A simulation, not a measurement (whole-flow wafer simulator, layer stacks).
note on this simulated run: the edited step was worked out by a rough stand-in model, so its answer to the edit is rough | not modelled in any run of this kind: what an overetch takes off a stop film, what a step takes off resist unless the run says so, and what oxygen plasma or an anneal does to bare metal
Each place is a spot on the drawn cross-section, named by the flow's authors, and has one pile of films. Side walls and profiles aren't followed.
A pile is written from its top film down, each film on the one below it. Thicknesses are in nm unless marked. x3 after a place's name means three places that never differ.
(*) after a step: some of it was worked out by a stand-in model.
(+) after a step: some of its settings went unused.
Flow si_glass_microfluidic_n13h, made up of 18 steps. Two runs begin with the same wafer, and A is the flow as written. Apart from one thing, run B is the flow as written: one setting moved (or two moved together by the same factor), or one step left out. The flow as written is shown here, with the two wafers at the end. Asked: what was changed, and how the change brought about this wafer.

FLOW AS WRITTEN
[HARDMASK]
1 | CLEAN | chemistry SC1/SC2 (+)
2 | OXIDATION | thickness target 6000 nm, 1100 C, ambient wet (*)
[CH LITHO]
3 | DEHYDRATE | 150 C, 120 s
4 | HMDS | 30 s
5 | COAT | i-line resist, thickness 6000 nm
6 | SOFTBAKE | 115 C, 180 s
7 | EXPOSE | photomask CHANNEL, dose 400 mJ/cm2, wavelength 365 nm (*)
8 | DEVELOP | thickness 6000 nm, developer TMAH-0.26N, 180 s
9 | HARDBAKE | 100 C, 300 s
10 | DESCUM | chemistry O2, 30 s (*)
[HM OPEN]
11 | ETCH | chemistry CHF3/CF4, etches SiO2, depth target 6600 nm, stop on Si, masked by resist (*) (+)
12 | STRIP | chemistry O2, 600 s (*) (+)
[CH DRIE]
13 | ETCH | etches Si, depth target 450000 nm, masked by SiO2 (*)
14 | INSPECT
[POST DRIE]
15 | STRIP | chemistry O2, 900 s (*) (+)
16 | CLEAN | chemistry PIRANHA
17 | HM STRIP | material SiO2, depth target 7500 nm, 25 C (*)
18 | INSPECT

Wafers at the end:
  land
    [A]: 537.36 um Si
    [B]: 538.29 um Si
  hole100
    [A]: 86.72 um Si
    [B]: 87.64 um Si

The reason: step 2, OXIDATION: 962 C was run, whereas the flow has 1100 C.

Step by step, how the change led to this:
  2 | OXIDATION | thickness target 6000 nm, 1100 C, ambient wet (*)
      land, hole100: A SiO2 gains 6000 (new film), chemical SiO2 loses 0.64 (all of it), Si loses 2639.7 | B SiO2 gains 3892.8 (new film), chemical SiO2 loses 0.64 (all of it), Si loses 1712.5
  11 | ETCH | chemistry CHF3/CF4, etches SiO2, depth target 6600 nm, stop on Si, masked by resist (*) (+)
      land: A i-line resist loses 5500 | B i-line resist loses 4865.9
      hole100: A SiO2 loses 6000 (all of it) | B SiO2 loses 3892.8 (all of it)
  12 | STRIP | chemistry O2, 600 s (*) (+)
      land: A i-line resist loses 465 (all of it) | B i-line resist loses 1099 (all of it)
  17 | HM STRIP | material SiO2, depth target 7500 nm, 25 C (*)
      land: A SiO2 loses 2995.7 (all of it) | B SiO2 loses 888.5 (all of it)
